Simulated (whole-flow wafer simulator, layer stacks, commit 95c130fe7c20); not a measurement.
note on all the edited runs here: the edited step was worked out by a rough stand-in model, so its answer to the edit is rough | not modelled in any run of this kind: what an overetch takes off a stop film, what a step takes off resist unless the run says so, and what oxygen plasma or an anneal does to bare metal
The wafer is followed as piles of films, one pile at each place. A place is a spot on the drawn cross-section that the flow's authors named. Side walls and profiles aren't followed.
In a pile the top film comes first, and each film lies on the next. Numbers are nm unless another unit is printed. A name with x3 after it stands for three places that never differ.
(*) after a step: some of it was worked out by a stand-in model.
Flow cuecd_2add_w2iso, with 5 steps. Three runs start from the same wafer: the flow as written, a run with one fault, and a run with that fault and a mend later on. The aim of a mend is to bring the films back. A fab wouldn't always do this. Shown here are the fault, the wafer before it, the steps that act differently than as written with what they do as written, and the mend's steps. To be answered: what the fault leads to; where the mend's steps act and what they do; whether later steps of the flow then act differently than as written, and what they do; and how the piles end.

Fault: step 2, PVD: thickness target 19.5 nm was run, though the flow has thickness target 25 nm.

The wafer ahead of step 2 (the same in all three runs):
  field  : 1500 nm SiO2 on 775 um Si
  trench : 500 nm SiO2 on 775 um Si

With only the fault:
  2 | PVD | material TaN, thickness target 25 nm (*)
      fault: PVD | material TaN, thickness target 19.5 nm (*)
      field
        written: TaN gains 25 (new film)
        fault: TaN gains 19.5 (new film)
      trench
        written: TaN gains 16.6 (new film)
        fault: TaN gains 12.9 (new film)
  Every later step of the flow that is run acts as written, at every place that is followed, to within 2% or 0.5 nm, whichever is larger.
  By the end, the piles at field, trench depart from the flow's by more than 2% or 0.5 nm, whichever is larger.
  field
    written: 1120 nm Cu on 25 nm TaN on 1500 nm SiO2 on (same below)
    fault: 1120 nm Cu on 19.5 nm TaN on 1500 nm SiO2 on (same below)
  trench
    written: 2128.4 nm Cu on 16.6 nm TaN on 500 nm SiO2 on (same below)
    fault: 2126.6 nm Cu on 12.9 nm TaN on 500 nm SiO2 on (same below)

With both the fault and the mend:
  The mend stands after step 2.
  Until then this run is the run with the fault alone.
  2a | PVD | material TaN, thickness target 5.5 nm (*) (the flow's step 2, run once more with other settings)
      field
        TaN gains 5.5
      trench
        TaN gains 3.63
  Every later step of the flow that is run acts as written at every place that is followed.
  By the end, the piles equal the flow's at every place that both follow.
